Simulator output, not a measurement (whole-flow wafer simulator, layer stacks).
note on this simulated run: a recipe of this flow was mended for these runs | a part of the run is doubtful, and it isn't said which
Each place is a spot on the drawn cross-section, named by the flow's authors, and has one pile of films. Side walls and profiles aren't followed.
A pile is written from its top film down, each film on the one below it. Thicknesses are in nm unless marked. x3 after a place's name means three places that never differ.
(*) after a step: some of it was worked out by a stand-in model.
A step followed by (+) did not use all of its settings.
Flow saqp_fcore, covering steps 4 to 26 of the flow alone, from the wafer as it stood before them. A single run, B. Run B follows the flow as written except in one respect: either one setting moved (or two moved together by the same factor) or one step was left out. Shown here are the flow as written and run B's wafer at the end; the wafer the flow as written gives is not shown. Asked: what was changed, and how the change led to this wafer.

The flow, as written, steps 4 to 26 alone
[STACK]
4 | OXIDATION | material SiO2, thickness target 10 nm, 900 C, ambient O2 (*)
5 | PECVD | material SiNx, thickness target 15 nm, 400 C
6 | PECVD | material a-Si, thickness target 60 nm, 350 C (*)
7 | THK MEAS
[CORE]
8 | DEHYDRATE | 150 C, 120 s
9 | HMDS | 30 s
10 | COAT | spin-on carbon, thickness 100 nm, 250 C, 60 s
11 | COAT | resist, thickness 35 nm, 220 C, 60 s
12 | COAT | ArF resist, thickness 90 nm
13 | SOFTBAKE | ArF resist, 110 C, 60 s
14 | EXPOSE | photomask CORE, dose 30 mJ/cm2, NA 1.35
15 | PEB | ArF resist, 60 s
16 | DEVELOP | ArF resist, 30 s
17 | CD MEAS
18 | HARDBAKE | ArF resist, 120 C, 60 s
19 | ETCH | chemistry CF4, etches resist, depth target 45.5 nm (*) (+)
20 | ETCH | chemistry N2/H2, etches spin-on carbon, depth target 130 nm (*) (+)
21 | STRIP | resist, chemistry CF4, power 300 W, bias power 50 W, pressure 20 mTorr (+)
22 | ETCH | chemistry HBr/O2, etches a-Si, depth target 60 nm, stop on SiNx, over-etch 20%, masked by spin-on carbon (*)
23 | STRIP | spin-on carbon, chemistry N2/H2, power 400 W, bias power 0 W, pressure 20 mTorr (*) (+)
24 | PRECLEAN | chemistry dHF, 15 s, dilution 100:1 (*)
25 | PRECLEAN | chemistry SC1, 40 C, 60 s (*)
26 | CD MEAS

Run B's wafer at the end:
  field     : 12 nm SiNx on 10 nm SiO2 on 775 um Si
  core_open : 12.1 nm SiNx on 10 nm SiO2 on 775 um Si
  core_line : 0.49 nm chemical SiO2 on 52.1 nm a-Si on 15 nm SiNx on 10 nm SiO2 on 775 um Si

The reason: step 6, PECVD: thickness target 52.8 nm was run, whereas the flow has thickness target 60 nm; step 20, ETCH: depth target 114.4 nm was run, where the flow has depth target 130 nm.

How this came from the change, step by step:
  6 | PECVD | material a-Si, thickness target 60 nm, 350 C (*)
      field, core_open, core_line: +52.8 a-Si (new film) (as written it would have been: +60 a-Si (new film))
  20 | ETCH | chemistry N2/H2, etches spin-on carbon, depth target 130 nm (*) (+)
      field, core_open: -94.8 spin-on carbon (all of it), -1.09 a-Si (as written it would have been: -94.8 spin-on carbon (all of it), -1.96 a-Si)
      core_line: -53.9 ArF resist (all of it), -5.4 resist (as written it would have been: -53.9 ArF resist (all of it), -6.44 resist)
  21 | STRIP | resist, chemistry CF4, power 300 W, bias power 50 W, pressure 20 mTorr (+)
      field: -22 a-Si (as written it would have been: -21.2 a-Si)
      core_open: -19.3 a-Si (as written it would have been: -18.7 a-Si)
      (as well as at 1 more place)
  22 | ETCH | chemistry HBr/O2, etches a-Si, depth target 60 nm, stop on SiNx, over-etch 20%, masked by spin-on carbon (*)
      field: -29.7 a-Si (all of it), -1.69 SiNx (as written it would have been: -36.8 a-Si (all of it), -1.41 SiNx)
      core_open: -32.4 a-Si (all of it), -1.58 SiNx (as written it would have been: -39.4 a-Si (all of it), -1.3 SiNx)
      (as well as at 1 more place)
